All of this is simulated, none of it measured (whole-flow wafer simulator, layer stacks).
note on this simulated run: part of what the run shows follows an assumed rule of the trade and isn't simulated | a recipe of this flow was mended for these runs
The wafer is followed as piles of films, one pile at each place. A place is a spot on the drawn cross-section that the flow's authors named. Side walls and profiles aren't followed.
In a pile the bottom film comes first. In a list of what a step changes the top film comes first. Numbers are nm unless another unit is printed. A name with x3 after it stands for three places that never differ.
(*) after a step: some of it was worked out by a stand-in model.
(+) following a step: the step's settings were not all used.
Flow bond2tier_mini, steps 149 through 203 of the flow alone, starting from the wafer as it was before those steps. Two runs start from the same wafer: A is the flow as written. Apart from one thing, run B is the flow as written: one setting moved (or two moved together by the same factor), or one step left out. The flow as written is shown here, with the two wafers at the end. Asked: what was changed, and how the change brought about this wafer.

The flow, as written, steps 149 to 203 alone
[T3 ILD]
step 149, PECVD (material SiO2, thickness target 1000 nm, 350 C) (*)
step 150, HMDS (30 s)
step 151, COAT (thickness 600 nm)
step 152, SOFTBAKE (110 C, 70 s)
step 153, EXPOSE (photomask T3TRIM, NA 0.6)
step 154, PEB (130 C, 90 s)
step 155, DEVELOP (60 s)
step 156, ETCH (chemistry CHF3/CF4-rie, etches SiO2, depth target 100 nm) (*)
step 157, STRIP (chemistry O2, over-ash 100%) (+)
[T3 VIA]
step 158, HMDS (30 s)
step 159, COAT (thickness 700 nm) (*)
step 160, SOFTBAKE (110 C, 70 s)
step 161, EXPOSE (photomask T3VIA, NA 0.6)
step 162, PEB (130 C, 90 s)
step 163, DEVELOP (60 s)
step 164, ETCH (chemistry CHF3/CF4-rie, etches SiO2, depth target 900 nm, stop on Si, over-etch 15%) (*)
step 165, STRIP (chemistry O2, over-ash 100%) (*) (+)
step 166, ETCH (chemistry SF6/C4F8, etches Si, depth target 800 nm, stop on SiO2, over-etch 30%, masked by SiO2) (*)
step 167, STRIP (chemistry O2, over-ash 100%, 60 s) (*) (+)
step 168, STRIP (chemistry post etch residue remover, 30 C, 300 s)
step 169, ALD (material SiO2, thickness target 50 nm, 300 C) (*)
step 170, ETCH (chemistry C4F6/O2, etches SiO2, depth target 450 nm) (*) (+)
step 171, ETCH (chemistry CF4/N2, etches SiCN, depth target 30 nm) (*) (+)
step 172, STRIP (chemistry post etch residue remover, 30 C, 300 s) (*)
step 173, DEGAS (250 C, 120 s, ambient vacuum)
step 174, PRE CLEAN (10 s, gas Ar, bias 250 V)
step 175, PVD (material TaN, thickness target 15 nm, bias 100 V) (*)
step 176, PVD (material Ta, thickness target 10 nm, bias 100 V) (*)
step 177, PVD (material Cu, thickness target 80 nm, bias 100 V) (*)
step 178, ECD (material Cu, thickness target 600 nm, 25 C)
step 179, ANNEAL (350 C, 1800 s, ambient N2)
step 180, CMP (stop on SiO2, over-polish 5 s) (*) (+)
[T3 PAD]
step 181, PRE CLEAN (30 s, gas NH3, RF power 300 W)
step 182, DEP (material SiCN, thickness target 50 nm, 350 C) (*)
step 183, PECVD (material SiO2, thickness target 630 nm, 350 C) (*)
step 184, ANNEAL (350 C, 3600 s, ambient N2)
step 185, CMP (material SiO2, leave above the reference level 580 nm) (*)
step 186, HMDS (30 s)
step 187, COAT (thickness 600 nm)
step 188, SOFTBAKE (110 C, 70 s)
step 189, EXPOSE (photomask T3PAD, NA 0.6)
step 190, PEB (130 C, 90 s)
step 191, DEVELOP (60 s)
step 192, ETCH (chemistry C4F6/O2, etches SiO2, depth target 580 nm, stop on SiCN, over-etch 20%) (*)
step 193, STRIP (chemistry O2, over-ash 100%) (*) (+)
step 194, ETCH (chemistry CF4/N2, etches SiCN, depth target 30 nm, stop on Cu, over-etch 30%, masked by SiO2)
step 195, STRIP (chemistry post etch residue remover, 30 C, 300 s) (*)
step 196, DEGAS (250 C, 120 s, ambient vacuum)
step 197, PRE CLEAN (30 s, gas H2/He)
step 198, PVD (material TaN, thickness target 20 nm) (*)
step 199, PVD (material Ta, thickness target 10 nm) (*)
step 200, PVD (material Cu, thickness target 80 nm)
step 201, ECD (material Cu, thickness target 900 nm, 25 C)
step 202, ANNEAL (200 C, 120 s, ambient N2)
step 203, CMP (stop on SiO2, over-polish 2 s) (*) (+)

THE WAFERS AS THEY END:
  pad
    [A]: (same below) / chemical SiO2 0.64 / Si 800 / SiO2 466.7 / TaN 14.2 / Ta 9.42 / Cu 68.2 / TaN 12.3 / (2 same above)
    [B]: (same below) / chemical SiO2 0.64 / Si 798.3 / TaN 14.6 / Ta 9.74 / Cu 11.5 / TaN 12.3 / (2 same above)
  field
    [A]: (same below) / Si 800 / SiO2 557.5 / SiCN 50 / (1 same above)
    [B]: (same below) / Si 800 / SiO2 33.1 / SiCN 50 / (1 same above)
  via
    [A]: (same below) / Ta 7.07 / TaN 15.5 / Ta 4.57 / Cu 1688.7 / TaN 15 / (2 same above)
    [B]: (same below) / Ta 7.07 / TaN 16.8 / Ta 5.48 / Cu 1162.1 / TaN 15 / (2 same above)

What caused this: step 149, PECVD: thickness target 475 nm was run, while the flow as written has thickness target 1000 nm.

How this came from the change, step by step:
  step 149, PECVD (material SiO2, thickness target 1000 nm, 350 C) (*)
      field, pad, via: A SiO2 gains 1000 (new film) | B SiO2 gains 475 (new film)
  step 164, ETCH (chemistry CHF3/CF4-rie, etches SiO2, depth target 900 nm, stop on Si, over-etch 15%) (*)
      field: A thick-KrF-resist loses 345 | B thick-KrF-resist loses 143.7
      pad: A thick-KrF-resist loses 345 | B thick-KrF-resist loses 143.8
      (and at 1 other place as well)
  step 165, STRIP (chemistry O2, over-ash 100%) (*) (+)
      field: A thick-KrF-resist loses 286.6 (all of it) | B thick-KrF-resist loses 487.9 (all of it)
      pad: A thick-KrF-resist loses 372.9 (all of it) | B thick-KrF-resist loses 574.2 (all of it)
  step 166, ETCH (chemistry SF6/C4F8, etches Si, depth target 800 nm, stop on SiO2, over-etch 30%, masked by SiO2) (*)
      field, pad: A SiO2 loses 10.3 | B SiO2 loses 9.69
      via: A Si loses 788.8 (all of it), chemical SiO2 loses 0.64 (all of it), SiO2 loses 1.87 | B Si loses 745 (all of it), chemical SiO2 loses 0.64 (all of it), SiO2 loses 2.31
  step 170, ETCH (chemistry C4F6/O2, etches SiO2, depth target 450 nm) (*) (+)
      pad: A SiO2 loses 450 | B SiO2 loses 415.3 (all of it), Si loses 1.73
  step 171, ETCH (chemistry CF4/N2, etches SiCN, depth target 30 nm) (*) (+)
      pad: A SiO2 loses 20 | B nothing
  step 174, PRE CLEAN (10 s, gas Ar, bias 250 V)
      pad: A SiO2 loses 3 | B nothing
  step 175, PVD (material TaN, thickness target 15 nm, bias 100 V) (*)
      via: A TaN gains 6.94 | B TaN gains 8.27
  step 176, PVD (material Ta, thickness target 10 nm, bias 100 V) (*)
      via: A Ta gains 4.57 (new film) | B Ta gains 5.48 (new film)
  step 177, PVD (material Cu, thickness target 80 nm, bias 100 V) (*)
      pad: A Cu gains 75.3 (new film) | B Cu gains 77.8 (new film)
      via: A Cu gains 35 (new film) | B Cu gains 42.6 (new film)
  step 178, ECD (material Cu, thickness target 600 nm, 25 C)
      pad: A Cu gains 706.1 | B Cu gains 646.9
      via: A Cu gains 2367 | B Cu gains 1832.8
